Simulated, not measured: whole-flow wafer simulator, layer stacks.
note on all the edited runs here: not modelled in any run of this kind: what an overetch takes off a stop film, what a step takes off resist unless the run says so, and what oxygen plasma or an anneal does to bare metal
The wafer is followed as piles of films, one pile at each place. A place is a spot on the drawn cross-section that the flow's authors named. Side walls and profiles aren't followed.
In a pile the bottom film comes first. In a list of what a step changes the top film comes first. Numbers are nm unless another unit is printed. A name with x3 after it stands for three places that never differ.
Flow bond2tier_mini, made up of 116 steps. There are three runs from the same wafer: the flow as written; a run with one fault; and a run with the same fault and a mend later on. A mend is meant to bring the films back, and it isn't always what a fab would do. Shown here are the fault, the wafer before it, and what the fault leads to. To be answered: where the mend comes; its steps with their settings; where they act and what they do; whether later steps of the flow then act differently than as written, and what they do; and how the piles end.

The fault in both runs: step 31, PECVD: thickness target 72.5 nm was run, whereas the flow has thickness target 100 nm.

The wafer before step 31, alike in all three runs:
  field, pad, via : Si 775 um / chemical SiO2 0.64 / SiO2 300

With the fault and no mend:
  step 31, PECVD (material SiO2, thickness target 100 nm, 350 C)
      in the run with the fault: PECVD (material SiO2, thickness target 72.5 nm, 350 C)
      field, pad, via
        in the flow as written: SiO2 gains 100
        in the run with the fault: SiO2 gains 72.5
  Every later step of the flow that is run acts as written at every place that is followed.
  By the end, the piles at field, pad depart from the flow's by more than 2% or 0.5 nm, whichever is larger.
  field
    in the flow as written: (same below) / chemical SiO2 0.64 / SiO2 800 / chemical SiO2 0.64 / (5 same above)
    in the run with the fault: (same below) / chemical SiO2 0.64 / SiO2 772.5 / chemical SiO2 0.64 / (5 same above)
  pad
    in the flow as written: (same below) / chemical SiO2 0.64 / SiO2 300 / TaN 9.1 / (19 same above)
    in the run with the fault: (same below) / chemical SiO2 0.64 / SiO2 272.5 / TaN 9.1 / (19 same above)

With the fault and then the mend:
  The mend follows step 31.
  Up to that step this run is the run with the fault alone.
  step 31a, PECVD (material SiO2, thickness target 27.5 nm, 350 C) (the flow's step 31, run once more with other settings)
      field, pad, via
        SiO2 gains 27.5
  Every later step of the flow that is run acts as written at every place that is followed.
  At every place that both follow, the piles at the end match the flow's.
